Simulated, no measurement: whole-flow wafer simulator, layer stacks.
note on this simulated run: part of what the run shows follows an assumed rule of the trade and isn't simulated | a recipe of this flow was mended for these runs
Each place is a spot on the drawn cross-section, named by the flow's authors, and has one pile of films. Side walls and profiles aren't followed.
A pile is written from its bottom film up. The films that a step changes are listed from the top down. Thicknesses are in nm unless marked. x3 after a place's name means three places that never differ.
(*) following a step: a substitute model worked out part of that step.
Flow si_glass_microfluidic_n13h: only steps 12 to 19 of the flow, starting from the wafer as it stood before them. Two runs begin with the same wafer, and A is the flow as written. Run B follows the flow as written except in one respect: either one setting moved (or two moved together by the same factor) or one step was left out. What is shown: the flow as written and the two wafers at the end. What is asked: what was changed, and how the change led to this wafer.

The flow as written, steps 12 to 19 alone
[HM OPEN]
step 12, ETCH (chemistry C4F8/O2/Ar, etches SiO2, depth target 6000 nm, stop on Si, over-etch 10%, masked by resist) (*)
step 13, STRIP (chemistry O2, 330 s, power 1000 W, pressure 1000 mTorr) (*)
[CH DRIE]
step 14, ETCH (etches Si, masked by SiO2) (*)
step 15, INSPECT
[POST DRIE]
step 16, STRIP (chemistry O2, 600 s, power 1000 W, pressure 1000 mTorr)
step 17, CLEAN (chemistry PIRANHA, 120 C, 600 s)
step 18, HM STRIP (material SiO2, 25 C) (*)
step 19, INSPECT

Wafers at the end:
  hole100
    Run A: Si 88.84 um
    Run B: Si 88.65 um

What caused this: step 12, ETCH: depth target 7397 nm was run, while the flow as written has depth target 6000 nm.

Step by step, how the change led to this:
  step 12, ETCH (chemistry C4F8/O2/Ar, etches SiO2, depth target 6000 nm, stop on Si, over-etch 10%, masked by resist) (*)
      land: A -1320 thick-i-line-resist | B -1627.3 thick-i-line-resist
      hole100: A -6000 SiO2 (all of it), -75 Si | B -6000 SiO2 (all of it), -267.1 Si
  step 13, STRIP (chemistry O2, 330 s, power 1000 W, pressure 1000 mTorr) (*)
      land: A -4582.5 thick-i-line-resist (all of it) | B -4275.2 thick-i-line-resist (all of it)
